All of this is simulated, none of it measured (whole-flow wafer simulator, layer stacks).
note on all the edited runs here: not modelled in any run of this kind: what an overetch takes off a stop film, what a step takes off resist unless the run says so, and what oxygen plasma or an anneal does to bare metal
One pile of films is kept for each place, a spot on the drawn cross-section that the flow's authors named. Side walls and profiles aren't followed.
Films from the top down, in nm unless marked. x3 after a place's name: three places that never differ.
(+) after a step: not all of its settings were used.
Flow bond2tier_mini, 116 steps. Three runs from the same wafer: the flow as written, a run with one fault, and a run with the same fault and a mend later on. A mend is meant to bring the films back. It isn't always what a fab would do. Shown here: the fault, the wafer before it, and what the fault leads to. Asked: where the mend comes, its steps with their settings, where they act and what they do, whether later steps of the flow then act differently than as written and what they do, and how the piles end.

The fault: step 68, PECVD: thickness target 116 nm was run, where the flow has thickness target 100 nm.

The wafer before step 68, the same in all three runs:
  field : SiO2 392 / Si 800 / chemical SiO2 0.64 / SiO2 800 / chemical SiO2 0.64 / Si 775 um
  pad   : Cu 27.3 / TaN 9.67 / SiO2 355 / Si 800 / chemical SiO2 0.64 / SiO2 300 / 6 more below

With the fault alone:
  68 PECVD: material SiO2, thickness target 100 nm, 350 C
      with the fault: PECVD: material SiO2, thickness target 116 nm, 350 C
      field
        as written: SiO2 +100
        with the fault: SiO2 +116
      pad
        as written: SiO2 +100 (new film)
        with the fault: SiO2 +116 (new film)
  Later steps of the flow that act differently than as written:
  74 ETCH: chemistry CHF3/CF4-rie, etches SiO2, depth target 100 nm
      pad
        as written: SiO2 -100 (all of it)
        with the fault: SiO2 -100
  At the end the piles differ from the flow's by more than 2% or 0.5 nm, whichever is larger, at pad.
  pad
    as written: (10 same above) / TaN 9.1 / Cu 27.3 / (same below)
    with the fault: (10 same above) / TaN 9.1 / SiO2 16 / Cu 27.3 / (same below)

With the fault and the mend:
  The mend comes after step 73.
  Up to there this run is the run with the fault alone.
  73a STRIP: chemistry O2, over-ash 100% (+)
      field
        KrF resist -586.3 (all of it)
  73b ETCH: chemistry CHF3/CF4-rie, etches SiO2, depth target 16 nm (the flow's step 62 once more, with other settings)
      field, pad
        SiO2 -16
  73c COAT: KrF resist, thickness 600 nm (the flow's step 69 once more)
      field, pad
        KrF resist +600 (new film)
  73d SOFTBAKE: KrF resist (the flow's step 70 once more)
      changes no film at any place that is followed
  73e EXPOSE: photomask T2PAD, NA 0.6 (the flow's step 71 once more)
      changes no film at any place that is followed
  73f PEB: KrF resist (the flow's step 72 once more)
      changes no film at any place that is followed
  73g DEVELOP: developer TMAH-0.26N, 60 s (the flow's step 73 once more)
      field
        KrF resist -13.7
      pad
        KrF resist -600 (all of it)
  No later step of the flow acts differently than as written at any place that is followed.
  At the end the piles are the same as the flow's at every place that both follow.
